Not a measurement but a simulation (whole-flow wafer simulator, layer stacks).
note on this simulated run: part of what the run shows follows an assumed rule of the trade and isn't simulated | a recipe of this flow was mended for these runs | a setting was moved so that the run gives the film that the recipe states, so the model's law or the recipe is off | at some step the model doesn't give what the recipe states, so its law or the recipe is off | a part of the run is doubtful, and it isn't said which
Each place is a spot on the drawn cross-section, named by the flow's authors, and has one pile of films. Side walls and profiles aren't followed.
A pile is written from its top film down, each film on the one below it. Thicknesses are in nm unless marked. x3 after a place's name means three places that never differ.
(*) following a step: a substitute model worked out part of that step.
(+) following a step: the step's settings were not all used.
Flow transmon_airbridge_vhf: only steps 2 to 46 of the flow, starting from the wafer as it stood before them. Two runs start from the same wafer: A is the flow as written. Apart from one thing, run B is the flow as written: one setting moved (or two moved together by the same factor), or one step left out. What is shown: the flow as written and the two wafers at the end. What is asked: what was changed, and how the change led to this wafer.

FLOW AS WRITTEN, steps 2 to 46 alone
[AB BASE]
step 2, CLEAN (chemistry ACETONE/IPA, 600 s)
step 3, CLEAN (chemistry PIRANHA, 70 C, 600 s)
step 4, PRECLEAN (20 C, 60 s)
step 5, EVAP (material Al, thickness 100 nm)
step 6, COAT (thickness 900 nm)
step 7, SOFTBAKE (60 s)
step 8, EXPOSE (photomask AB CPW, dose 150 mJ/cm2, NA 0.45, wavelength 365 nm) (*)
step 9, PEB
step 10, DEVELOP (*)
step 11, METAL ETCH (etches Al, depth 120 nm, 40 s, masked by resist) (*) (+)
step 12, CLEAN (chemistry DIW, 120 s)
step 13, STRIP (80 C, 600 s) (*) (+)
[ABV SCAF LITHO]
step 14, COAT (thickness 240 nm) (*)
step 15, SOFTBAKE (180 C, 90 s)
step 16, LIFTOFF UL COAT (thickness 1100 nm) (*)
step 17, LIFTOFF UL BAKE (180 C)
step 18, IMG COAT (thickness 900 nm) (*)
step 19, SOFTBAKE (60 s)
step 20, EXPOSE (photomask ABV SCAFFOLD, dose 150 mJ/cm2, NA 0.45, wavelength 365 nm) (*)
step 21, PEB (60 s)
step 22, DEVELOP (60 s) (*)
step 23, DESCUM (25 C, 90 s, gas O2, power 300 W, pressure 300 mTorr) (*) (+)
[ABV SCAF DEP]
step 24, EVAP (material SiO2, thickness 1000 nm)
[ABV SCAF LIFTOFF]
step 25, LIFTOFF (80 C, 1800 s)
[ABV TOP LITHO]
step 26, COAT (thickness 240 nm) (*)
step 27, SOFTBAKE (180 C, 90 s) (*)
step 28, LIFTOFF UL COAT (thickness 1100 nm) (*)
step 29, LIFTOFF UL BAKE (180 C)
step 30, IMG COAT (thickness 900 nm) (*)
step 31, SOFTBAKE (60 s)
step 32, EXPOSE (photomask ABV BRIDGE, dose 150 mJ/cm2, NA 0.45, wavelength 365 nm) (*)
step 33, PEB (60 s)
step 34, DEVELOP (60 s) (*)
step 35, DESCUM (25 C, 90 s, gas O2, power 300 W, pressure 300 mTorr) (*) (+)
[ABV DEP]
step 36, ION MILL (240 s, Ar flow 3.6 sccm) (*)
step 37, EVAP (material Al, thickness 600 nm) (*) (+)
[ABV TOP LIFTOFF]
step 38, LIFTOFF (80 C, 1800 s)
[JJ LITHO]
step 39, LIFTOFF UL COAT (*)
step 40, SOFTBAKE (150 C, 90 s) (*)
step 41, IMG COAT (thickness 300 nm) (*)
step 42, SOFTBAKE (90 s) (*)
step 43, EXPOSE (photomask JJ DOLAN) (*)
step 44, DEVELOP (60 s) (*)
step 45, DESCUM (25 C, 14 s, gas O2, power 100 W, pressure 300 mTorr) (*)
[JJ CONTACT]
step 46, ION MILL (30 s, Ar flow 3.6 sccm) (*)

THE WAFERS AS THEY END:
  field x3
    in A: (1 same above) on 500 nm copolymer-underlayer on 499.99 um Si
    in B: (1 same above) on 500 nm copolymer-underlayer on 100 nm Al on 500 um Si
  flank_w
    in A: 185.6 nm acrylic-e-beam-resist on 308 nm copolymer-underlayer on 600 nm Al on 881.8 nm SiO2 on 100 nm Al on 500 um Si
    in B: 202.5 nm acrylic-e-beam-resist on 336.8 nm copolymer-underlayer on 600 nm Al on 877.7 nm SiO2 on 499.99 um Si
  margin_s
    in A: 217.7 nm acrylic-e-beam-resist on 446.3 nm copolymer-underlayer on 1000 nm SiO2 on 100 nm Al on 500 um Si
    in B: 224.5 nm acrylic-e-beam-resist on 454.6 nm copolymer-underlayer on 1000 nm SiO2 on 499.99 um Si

What caused this: step 8, EXPOSE: photomask ABV SCAFFOLD was run, whereas the flow has photomask AB CPW.

The path from the change to this, step by step:
  step 10, DEVELOP (*)
      flank_w, cpw_trace, flank_e, margin_s, bridge_strip, margin_n: A nothing | B i-line-resist loses 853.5 (all of it), Al loses 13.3
      field x3, jj_line: A i-line-resist loses 853.5 (all of it), Al loses 13.3 | B nothing
  step 11, METAL ETCH (etches Al, depth 120 nm, 40 s, masked by resist) (*) (+)
      flank_w, cpw_trace, flank_e, margin_s, bridge_strip, margin_n: A i-line-resist loses 60 | B Al loses 86.7 (all of it), Si loses 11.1
      field x3, jj_line: A Al loses 86.7 (all of it), Si loses 11.1 | B i-line-resist loses 60
  step 13, STRIP (80 C, 600 s) (*) (+)
      flank_w, cpw_trace, flank_e, margin_s, bridge_strip, margin_n: A i-line-resist loses 793.5 (all of it) | B nothing
      field x3, jj_line: A nothing | B i-line-resist loses 793.5 (all of it)
  step 14, COAT (thickness 240 nm) (*)
      pad_w, pad_e: A acrylic-e-beam-resist gains 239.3 (new film) | B acrylic-e-beam-resist gains 232.1 (new film)
      flank_w, flank_e: A acrylic-e-beam-resist gains 220.6 (new film) | B acrylic-e-beam-resist gains 264 (new film)
      (also at 6 further places)
  step 16, LIFTOFF UL COAT (thickness 1100 nm) (*)
      flank_w, flank_e: A lift-off-underlayer gains 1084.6 (new film) | B lift-off-underlayer gains 1127.1 (new film)
      margin_s, margin_n: A lift-off-underlayer gains 1100 (new film) | B lift-off-underlayer gains 1132.9 (new film)
      (also at 2 further places)
  step 18, IMG COAT (thickness 900 nm) (*)
      margin_s, margin_n: A i-line-resist gains 900 (new film) | B i-line-resist gains 927.6 (new film)
      cpw_trace: A i-line-resist gains 895.3 (new film) | B i-line-resist gains 926.2 (new film)
      (also at 1 further place)
  step 21, PEB (60 s)
      margin_s, margin_n: A i-line-resist loses 46.5 | B i-line-resist loses 47.9
      cpw_trace: A i-line-resist loses 46.2 | B i-line-resist loses 47.8
      (also at 1 further place)
  step 22, DEVELOP (60 s) (*)
      flank_w, flank_e: A i-line-resist loses 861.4 (all of it), lift-off-underlayer loses 1084.6 (all of it) | B i-line-resist loses 865.3 (all of it), lift-off-underlayer loses 1127.1 (all of it)
      margin_s, margin_n: A i-line-resist loses 853.5 (all of it), lift-off-underlayer loses 1100 (all of it) | B i-line-resist loses 879.8 (all of it), lift-off-underlayer loses 1132.9 (all of it)
      (also at 2 further places)
  step 23, DESCUM (25 C, 90 s, gas O2, power 300 W, pressure 300 mTorr) (*) (+)
      field x3, jj_line, ground_far, pad_w, pad_e, trace_open_s x2: A i-line-resist loses 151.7 | B i-line-resist loses 158.4
      flank_w, flank_e: A acrylic-e-beam-resist loses 220.6 (all of it) | B acrylic-e-beam-resist loses 264 (all of it)
      (also at 6 further places)
  step 25, LIFTOFF (80 C, 1800 s)
      pad_w, pad_e: A SiO2 loses 1000 (all of it), i-line-resist loses 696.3 (all of it), lift-off-underlayer loses 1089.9 (all of it), acrylic-e-beam-resist loses 239.3 (all of it) | B SiO2 loses 1000 (all of it), i-line-resist loses 686 (all of it), lift-off-underlayer loses 1083.6 (all of it), acrylic-e-beam-resist loses 232.1 (all of it)
  step 26, COAT (thickness 240 nm) (*)
      flank_w, flank_e: A acrylic-e-beam-resist gains 155.2 (new film) | B acrylic-e-beam-resist gains 178.7 (new film)
      gap_w, gap_e: A acrylic-e-beam-resist gains 211.2 (new film) | B acrylic-e-beam-resist gains 203.4 (new film)
      (also at 4 further places)
  step 28, LIFTOFF UL COAT (thickness 1100 nm) (*)
      margin_s, margin_n: A lift-off-underlayer gains 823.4 (new film) | B lift-off-underlayer gains 849.8 (new film)
      flank_w: A lift-off-underlayer gains 832.3 (new film) | B lift-off-underlayer gains 886 (new film)
      (also at 2 further places)
  step 30, IMG COAT (thickness 900 nm) (*)
      margin_s, margin_n: A i-line-resist gains 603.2 (new film) | B i-line-resist gains 638.5 (new film)
      cpw_trace: A i-line-resist gains 660.8 (new film) | B i-line-resist gains 691.7 (new film)
      (also at 1 further place)
  step 33, PEB (60 s)
      margin_s, margin_n: A i-line-resist loses 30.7 | B i-line-resist loses 32.5
      cpw_trace: A i-line-resist loses 33.8 | B i-line-resist loses 35.4
      (also at 1 further place)
  step 34, DEVELOP (60 s) (*)
      flank_w: A i-line-resist loses 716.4 (all of it), lift-off-underlayer loses 832.3 (all of it) | B i-line-resist loses 730.5 (all of it), lift-off-underlayer loses 886 (all of it)
      cpw_trace: A i-line-resist loses 627 (all of it), lift-off-underlayer loses 970.5 (all of it) | B i-line-resist loses 656.3 (all of it), lift-off-underlayer loses 993.8 (all of it)
      (also at 2 further places)
  step 35, DESCUM (25 C, 90 s, gas O2, power 300 W, pressure 300 mTorr) (*) (+)
      flank_w, flank_e: A acrylic-e-beam-resist loses 155.2 (all of it) | B acrylic-e-beam-resist loses 178.7 (all of it)
      gap_w, gap_e: A acrylic-e-beam-resist loses 211.2 (all of it) | B acrylic-e-beam-resist loses 203.4 (all of it)
      (also at 2 further places)
  ... 3 further steps ...
  step 46, ION MILL (30 s, Ar flow 3.6 sccm) (*)
      jj_line: A Si loses 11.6 | B Al loses 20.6
Taking metal films that touch as one body, field x3 has 1 body; the flow as written gives 0 bodies.
Taking metal films that touch as one body, flank_w has 1 body; the flow as written gives 2 bodies (between them, from the top down: SiO2 881.8).
Taking metal films that touch as one body, margin_s has 0 bodies; the flow as written gives 1 body.
